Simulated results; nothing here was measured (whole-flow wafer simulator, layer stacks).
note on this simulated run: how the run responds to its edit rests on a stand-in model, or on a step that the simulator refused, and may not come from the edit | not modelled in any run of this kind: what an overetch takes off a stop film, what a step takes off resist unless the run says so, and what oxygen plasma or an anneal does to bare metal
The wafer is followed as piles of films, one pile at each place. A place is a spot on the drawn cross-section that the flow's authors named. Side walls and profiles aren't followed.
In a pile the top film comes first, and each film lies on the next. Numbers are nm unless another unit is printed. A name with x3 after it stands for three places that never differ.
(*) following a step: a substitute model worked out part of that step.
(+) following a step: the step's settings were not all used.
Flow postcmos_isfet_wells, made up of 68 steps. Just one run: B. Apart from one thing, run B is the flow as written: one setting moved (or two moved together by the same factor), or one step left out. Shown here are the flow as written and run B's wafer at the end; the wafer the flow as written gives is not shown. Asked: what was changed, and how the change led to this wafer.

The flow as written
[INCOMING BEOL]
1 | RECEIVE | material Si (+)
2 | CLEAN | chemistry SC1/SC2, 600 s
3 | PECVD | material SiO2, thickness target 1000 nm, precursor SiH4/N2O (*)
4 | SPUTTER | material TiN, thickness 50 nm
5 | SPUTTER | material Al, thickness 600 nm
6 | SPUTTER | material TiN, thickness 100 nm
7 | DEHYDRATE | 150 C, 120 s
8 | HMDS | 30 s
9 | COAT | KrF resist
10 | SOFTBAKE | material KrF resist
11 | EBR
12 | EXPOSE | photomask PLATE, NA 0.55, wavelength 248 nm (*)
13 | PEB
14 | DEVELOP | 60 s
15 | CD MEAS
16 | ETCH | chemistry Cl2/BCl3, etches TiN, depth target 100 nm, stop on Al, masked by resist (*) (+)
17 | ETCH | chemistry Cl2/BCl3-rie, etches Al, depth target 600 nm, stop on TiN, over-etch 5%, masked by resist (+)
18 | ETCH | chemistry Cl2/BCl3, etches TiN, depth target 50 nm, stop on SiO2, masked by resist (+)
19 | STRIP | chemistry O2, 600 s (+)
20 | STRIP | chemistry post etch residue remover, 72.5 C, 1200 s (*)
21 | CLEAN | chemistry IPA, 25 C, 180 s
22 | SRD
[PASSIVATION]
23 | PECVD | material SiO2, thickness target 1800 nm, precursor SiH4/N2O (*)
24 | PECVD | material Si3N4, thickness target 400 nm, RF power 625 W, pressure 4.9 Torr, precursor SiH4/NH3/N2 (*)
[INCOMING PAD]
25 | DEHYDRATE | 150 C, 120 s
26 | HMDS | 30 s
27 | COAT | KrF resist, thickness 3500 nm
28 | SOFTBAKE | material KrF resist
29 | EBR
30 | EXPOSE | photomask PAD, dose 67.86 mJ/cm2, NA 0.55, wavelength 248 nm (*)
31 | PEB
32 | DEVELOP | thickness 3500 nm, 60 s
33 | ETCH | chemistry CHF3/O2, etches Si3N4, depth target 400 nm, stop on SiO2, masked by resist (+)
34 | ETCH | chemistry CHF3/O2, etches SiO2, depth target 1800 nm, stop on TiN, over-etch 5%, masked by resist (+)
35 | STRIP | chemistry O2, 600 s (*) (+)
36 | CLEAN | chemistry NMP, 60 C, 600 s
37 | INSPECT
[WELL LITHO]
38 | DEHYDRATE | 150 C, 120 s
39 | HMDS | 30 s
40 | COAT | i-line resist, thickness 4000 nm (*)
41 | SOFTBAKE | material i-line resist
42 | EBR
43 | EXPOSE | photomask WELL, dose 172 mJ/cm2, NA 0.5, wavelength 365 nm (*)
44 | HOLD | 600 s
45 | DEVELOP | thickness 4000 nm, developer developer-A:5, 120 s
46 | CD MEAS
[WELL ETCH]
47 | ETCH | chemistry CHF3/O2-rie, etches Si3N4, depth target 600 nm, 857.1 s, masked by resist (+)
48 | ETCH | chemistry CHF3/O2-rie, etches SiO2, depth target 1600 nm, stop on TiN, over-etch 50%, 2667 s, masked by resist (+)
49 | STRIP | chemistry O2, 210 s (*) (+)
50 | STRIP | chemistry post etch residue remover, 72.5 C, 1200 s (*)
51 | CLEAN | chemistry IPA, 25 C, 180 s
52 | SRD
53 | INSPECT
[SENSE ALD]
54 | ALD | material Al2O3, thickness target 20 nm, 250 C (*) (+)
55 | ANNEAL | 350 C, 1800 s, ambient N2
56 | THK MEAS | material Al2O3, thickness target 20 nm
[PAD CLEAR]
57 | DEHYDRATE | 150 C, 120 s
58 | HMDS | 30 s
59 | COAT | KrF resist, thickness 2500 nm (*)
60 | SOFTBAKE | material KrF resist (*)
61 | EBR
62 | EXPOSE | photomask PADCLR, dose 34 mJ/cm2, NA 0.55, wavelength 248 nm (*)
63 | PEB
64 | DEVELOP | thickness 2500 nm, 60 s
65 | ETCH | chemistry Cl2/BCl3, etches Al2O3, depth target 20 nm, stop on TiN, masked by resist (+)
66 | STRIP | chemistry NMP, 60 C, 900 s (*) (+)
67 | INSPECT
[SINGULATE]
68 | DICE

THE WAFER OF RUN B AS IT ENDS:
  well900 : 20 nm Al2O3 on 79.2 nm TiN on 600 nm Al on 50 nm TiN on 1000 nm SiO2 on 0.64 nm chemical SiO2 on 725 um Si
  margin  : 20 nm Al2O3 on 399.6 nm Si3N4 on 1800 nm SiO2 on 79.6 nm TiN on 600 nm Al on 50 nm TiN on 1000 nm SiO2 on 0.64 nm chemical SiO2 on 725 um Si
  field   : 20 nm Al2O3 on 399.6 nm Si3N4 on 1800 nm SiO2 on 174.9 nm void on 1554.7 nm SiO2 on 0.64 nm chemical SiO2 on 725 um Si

What caused this: step 6, SPUTTER: thickness 80 nm was run, though the flow has thickness 100 nm.

Step by step, how the change led to this:
  6 | SPUTTER | material TiN, thickness 100 nm
      field, margin, well900 and 6 more: TiN gains 80 (new film) (it would be, as written: TiN gains 100 (new film))
  16 | ETCH | chemistry Cl2/BCl3, etches TiN, depth target 100 nm, stop on Al, masked by resist (*) (+)
      field: TiN loses 80 (all of it) (it would be, as written: TiN loses 100 (all of it))
  23 | PECVD | material SiO2, thickness target 1800 nm, precursor SiH4/N2O (*)
      field: SiO2 gains 1800 (new film), void gains 174.9 (new film), SiO2 gains 554.7 (it would be, as written: SiO2 gains 1800 (new film), void gains 189.9 (new film), SiO2 gains 559.7)
